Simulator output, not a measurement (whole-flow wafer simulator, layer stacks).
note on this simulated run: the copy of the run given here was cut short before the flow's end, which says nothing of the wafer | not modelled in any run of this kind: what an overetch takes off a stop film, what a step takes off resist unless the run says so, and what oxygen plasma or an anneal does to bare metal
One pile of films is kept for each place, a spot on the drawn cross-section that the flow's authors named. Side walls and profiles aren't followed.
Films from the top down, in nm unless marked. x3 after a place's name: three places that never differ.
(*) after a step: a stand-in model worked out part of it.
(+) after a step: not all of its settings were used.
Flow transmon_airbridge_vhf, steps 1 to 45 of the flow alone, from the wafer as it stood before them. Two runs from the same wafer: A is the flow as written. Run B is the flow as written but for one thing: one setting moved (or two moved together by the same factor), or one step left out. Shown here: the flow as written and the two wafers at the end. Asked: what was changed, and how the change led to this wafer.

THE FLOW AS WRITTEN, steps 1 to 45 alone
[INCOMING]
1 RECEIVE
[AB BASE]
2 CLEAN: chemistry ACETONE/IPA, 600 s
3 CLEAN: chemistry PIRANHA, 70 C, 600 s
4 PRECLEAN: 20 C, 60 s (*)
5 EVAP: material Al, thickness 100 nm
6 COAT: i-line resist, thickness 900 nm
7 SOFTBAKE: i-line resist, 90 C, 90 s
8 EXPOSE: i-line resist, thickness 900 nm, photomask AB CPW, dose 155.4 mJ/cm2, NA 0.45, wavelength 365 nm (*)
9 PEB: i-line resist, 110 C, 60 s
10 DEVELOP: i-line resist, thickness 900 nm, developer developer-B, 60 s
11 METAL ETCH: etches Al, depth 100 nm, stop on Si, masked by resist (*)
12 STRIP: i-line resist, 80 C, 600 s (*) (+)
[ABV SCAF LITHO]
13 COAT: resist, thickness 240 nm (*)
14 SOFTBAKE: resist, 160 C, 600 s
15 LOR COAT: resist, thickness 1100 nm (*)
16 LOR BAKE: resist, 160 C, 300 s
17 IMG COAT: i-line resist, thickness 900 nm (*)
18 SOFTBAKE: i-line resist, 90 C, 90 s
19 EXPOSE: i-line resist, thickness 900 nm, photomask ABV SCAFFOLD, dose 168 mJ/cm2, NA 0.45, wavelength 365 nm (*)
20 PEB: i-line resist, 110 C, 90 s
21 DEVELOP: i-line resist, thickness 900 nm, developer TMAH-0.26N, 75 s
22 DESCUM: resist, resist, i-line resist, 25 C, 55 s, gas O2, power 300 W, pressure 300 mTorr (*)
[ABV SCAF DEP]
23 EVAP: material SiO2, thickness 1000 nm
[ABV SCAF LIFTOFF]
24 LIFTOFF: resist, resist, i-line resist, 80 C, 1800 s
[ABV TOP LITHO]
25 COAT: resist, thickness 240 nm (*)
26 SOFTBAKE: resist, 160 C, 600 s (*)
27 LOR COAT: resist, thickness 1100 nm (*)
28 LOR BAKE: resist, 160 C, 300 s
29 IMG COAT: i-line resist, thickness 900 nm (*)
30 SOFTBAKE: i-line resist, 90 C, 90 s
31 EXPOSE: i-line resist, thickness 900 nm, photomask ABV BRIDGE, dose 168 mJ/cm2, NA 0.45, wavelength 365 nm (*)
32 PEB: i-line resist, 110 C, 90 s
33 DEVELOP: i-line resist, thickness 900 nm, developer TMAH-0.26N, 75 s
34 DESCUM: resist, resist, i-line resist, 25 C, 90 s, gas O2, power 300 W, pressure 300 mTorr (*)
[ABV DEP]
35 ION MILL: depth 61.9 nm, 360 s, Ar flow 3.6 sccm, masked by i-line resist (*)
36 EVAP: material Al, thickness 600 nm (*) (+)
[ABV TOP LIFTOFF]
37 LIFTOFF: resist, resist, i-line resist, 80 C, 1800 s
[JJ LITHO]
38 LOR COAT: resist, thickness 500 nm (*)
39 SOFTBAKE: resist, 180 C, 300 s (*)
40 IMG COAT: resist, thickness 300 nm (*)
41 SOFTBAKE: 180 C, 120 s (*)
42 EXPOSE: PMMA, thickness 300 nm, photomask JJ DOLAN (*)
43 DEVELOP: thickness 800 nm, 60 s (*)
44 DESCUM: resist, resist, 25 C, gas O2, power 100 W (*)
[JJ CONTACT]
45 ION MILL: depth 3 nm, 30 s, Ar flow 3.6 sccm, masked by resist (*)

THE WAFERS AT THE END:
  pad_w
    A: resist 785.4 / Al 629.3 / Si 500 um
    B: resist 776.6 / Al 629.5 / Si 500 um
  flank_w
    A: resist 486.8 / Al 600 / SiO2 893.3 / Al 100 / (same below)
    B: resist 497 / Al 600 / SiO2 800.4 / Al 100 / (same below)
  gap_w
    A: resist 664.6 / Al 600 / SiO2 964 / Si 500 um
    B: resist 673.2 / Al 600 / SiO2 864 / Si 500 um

The cause: step 23, EVAP: thickness 900 nm was run, where the flow has thickness 1000 nm.

How the change led to this, step by step:
  23 EVAP: material SiO2, thickness 1000 nm
      field x3, jj_line, ground_far and 10 more: A SiO2 +1000 (new film) | B SiO2 +900 (new film)
      flank_w, flank_e: A SiO2 +929.3 (new film) | B SiO2 +836.4 (new film)
  24 LIFTOFF: resist, resist, i-line resist, 80 C, 1800 s
      field x3, jj_line, trace_open_s x2: A SiO2 -1000 (all of it), i-line resist -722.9 (all of it), resist -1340 (all of it) | B SiO2 -900 (all of it), i-line resist -722.9 (all of it), resist -1340 (all of it)
      pad_w, pad_e: A SiO2 -1000 (all of it), i-line resist -718 (all of it), resist -1330.2 (all of it) | B SiO2 -900 (all of it), i-line resist -718 (all of it), resist -1330.2 (all of it)
      (and at 1 more place)
  25 COAT: resist, thickness 240 nm (*)
      gap_w, gap_e: A resist +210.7 (new film) | B resist +215.1 (new film)
      margin_s, margin_n: A resist +168.6 (new film) | B resist +174.3 (new film)
      (and at 1 more place)
  27 LOR COAT: resist, thickness 1100 nm (*)
      margin_s, margin_n: A resist +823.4 | B resist +847.1
      flank_w: A resist +822.6 | B resist +847
      (and at 1 more place)
  29 IMG COAT: i-line resist, thickness 900 nm (*)
      gap_w, gap_e: A i-line resist +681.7 (new film) | B i-line resist +705.5 (new film)
      margin_s, margin_n: A i-line resist +603.2 (new film) | B i-line resist +634.9 (new film)
      (and at 4 more places)
  32 PEB: i-line resist, 110 C, 90 s
      flank_w, flank_e: A i-line resist -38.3 | B i-line resist -39.3
      gap_w, gap_e: A i-line resist -34.7 | B i-line resist -36
      (and at 4 more places)
  33 DEVELOP: i-line resist, thickness 900 nm, developer TMAH-0.26N, 75 s
      gap_w, gap_e: A i-line resist -646.9 (all of it), resist -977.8 | B i-line resist -669.5 (all of it), resist -991.5
      flank_w: A i-line resist -710.9 (all of it), resist -822.6 | B i-line resist -729.3 (all of it), resist -847
      (and at 3 more places)
  34 DESCUM: resist, resist, i-line resist, 25 C, 90 s, gas O2, power 300 W, pressure 300 mTorr (*)
      gap_w, gap_e: A resist -210.7 (all of it) | B resist -215.1 (all of it)
      bridge_strip: A resist -188.1 (all of it) | B resist -193.2 (all of it)
  37 LIFTOFF: resist, resist, i-line resist, 80 C, 1800 s
      margin_s: A Al -600 (all of it), i-line resist -318.3 (all of it), resist -992 (all of it) | B Al -600 (all of it), i-line resist -348.3 (all of it), resist -1021.5 (all of it)
      margin_n: A Al -600 (all of it), i-line resist -318.3 (all of it), resist -992 (all of it) | B Al -600 (all of it), i-line resist -348.4 (all of it), resist -1021.5 (all of it)
  38 LOR COAT: resist, thickness 500 nm (*)
      flank_w, flank_e: A resist +306.5 (new film) | B resist +313.5 (new film)
  40 IMG COAT: resist, thickness 300 nm (*)
      margin_s, margin_n: A resist +248.7 | B resist +254.9
      bridge_strip: A resist +197.1 | B resist +201.8
